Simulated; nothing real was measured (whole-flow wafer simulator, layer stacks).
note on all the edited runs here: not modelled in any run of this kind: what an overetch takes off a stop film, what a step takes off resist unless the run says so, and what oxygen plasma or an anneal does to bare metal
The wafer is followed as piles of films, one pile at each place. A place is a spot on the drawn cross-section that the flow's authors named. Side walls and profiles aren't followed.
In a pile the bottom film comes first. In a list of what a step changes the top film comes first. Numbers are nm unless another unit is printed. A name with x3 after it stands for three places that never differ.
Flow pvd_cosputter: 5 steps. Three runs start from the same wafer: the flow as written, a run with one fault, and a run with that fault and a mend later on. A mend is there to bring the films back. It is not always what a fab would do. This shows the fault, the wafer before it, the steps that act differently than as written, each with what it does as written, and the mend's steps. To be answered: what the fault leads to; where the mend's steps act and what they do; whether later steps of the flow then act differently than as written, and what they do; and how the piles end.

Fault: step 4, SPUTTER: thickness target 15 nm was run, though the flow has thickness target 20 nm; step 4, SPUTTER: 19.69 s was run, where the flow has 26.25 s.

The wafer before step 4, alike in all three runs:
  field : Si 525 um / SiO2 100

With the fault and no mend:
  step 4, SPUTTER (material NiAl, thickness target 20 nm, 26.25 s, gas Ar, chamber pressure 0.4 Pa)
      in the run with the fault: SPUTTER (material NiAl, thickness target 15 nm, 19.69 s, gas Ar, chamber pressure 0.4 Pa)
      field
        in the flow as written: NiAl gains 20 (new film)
        in the run with the fault: NiAl gains 15 (new film)
  None of the later steps of the flow acts differently than as written at any place that is followed.
  At field, the piles at the end differ from the flow's by more than 2% or 0.5 nm, whichever is larger.
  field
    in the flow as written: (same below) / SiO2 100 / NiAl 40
    in the run with the fault: (same below) / SiO2 100 / NiAl 35

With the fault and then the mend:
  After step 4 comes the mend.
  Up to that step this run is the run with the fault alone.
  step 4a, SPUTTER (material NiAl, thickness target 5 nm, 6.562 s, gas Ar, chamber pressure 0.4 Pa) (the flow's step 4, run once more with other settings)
      field
        NiAl gains 5
  None of the later steps of the flow acts differently than as written at any place that is followed.
  At every place that both follow, the piles at the end match the flow's.
